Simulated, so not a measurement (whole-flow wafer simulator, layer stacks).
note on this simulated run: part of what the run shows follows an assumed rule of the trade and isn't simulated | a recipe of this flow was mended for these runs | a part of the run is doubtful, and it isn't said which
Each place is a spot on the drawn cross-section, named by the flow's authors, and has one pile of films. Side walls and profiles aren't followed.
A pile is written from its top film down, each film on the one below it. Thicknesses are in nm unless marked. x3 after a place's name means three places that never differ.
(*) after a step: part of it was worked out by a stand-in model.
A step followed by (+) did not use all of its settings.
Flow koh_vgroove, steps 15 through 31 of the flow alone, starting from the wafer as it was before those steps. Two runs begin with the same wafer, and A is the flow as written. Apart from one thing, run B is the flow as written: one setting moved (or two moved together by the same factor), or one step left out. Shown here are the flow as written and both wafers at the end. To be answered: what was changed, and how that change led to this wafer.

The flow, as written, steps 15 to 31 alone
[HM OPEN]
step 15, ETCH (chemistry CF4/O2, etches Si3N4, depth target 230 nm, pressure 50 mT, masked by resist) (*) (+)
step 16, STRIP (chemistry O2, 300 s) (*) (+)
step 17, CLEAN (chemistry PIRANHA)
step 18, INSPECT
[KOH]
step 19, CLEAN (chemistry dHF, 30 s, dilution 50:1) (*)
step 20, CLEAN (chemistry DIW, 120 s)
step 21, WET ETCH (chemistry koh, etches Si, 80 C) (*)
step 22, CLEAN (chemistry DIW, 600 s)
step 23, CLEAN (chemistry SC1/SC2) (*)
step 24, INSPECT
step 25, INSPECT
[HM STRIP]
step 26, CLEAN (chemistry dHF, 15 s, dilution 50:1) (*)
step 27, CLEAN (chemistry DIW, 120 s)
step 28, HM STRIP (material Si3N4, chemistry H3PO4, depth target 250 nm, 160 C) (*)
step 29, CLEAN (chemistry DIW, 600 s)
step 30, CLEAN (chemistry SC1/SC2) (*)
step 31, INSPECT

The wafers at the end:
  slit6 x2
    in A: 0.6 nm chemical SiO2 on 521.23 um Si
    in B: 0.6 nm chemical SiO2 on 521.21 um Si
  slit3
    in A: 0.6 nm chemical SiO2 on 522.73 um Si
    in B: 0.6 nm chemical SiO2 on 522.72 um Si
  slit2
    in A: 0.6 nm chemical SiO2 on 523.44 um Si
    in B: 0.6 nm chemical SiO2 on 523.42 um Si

Cause: step 15, ETCH: depth target 247.2 nm was run, though the flow has depth target 230 nm.

Step by step, how the change led to this:
  step 15, ETCH (chemistry CF4/O2, etches Si3N4, depth target 230 nm, pressure 50 mT, masked by resist) (*) (+)
      slit3, slit2, slit6 x2: A -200 Si3N4 (all of it), -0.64 chemical SiO2 (all of it), -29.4 Si | B -200 Si3N4 (all of it), -0.64 chemical SiO2 (all of it), -46.6 Si
      field: A -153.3 i-line-resist | B -164.8 i-line-resist
